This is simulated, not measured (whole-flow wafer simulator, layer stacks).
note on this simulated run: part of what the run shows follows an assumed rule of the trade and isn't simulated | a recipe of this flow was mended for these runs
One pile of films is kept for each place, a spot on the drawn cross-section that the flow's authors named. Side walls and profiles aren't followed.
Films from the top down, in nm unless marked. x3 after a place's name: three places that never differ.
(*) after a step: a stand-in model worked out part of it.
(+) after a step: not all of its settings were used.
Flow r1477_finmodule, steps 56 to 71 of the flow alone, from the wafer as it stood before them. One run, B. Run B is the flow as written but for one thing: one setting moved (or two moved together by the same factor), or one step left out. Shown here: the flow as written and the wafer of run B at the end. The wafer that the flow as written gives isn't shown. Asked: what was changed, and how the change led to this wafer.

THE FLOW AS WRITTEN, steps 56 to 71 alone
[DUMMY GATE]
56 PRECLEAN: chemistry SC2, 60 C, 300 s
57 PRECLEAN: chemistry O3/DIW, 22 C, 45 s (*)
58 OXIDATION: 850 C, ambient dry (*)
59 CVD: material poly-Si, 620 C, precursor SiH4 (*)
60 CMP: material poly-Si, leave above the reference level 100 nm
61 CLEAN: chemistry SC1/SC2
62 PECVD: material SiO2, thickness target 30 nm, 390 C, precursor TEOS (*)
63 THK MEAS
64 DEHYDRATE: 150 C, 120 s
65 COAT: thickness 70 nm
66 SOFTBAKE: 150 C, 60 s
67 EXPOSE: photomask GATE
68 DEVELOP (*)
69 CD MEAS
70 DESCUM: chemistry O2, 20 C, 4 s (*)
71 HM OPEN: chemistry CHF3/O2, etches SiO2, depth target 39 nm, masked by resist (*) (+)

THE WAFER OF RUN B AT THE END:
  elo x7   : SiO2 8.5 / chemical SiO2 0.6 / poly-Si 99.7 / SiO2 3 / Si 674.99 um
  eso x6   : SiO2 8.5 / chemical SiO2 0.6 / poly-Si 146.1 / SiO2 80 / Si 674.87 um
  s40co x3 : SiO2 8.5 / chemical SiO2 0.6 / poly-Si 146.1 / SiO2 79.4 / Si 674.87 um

The cause: step 71, HM OPEN: depth target 21.5 nm was run, where the flow has depth target 39 nm.

How the change led to this, step by step:
  71 HM OPEN: chemistry CHF3/O2, etches SiO2, depth target 39 nm, masked by resist (*) (+)
      pad, elo x7, eso x6, e200so, s40co x3: SiO2 -21.5 (as written it would be: SiO2 -30 (all of it), chemical SiO2 -0.6 (all of it), poly-Si -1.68)
      padg, elg x7, esg x6, e200sg, s40cg x3: e-beam-resist -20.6 (as written it would be: e-beam-resist -37.4)
